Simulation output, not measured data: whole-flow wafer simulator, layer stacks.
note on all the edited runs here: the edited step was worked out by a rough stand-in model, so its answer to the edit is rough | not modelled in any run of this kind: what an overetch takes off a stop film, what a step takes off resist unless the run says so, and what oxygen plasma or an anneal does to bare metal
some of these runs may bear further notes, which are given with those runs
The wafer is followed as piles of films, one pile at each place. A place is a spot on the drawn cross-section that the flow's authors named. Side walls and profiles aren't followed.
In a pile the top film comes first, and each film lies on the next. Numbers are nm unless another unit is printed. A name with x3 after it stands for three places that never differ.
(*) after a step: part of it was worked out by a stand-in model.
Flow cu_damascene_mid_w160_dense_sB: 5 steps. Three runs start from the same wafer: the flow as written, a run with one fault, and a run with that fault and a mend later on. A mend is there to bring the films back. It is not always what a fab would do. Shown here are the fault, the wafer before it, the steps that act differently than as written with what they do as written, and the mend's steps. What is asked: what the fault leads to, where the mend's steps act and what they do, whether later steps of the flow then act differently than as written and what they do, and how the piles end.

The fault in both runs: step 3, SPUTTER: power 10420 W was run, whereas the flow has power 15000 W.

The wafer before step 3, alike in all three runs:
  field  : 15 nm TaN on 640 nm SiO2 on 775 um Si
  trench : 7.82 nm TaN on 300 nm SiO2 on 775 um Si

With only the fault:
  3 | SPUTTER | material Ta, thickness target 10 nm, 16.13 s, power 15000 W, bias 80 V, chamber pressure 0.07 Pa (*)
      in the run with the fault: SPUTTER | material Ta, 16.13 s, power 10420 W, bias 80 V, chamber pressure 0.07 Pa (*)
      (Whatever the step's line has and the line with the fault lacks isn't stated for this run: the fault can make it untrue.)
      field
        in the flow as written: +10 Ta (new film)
        in the run with the fault: +6.95 Ta (new film)
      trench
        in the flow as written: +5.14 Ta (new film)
        in the run with the fault: +3.4 Ta (new film)
  Every later step of the flow that is run acts as written, at every place that is followed, to within 2% or 0.5 nm, whichever is larger.
  At field, trench, the piles at the end differ from the flow's by more than 2% or 0.5 nm, whichever is larger.
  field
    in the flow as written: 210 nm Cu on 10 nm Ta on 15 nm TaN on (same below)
    in the run with the fault: 210 nm Cu on 6.95 nm Ta on 15 nm TaN on (same below)
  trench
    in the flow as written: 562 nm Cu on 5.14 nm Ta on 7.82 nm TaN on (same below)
    in the run with the fault: 560.7 nm Cu on 3.4 nm Ta on 7.82 nm TaN on (same below)

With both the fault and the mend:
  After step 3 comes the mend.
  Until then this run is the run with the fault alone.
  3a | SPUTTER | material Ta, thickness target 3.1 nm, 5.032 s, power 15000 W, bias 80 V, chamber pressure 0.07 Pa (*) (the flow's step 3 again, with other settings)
      field
        +3.1 Ta
      trench
        +1.56 Ta
  Every later step of the flow that is run acts as written, at every place that is followed, to within 2% or 0.5 nm, whichever is larger.
  When the end is reached, the piles differ only a little from the flow's at the places that both follow, at most by 2% or 0.5 nm, whichever is larger.
